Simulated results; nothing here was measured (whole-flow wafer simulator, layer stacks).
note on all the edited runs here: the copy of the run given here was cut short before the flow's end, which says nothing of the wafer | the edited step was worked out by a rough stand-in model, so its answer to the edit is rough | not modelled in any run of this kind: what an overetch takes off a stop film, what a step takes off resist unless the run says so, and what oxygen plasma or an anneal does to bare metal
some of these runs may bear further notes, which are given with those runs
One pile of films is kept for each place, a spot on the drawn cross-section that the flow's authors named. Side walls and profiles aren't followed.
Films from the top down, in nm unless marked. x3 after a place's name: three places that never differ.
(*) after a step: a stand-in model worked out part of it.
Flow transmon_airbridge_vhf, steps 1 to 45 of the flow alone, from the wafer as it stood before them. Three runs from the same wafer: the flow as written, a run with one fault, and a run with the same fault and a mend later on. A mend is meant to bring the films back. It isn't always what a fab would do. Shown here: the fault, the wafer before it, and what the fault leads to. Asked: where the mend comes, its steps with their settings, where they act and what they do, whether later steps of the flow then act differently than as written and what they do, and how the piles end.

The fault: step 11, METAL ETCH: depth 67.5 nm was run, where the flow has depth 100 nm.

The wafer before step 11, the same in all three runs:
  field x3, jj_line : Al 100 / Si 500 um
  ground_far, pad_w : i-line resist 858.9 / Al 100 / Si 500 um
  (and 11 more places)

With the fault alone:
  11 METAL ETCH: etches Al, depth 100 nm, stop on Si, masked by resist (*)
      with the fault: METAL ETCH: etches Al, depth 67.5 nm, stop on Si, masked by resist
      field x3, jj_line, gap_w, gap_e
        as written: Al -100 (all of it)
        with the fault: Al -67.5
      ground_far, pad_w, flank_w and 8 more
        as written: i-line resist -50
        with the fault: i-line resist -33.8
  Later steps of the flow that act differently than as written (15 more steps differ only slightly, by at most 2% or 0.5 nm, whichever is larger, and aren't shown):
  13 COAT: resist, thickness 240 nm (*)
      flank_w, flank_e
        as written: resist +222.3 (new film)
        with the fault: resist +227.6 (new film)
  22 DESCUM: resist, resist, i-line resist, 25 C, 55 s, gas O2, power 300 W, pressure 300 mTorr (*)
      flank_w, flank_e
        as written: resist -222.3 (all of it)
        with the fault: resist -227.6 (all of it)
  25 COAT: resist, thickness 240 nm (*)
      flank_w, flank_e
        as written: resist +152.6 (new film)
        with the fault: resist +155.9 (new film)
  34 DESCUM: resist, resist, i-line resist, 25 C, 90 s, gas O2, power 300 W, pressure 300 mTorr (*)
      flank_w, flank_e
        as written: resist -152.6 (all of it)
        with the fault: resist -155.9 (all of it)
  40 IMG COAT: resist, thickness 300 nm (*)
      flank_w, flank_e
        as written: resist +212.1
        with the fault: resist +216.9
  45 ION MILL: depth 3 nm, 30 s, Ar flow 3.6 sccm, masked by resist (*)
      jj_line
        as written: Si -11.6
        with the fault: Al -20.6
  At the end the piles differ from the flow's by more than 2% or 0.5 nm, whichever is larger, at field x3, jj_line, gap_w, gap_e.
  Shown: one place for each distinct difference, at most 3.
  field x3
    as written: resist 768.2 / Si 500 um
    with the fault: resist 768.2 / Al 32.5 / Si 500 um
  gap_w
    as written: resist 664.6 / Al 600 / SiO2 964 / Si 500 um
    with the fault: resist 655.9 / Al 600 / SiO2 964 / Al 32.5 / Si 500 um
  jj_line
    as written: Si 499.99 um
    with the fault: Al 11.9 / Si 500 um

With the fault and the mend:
  The mend comes after step 11.
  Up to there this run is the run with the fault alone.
  11a METAL ETCH: etches Al, depth 32.5 nm, stop on Si, masked by resist (*) (the flow's step 11 once more, with other settings)
      ground_far, pad_w, flank_w and 8 more
        i-line resist -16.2
      field x3, jj_line, gap_w, gap_e
        Al -32.5 (all of it)
  No later step of the flow acts differently than as written at any place that is followed.
  At the end the piles are the same as the flow's at every place that both follow.
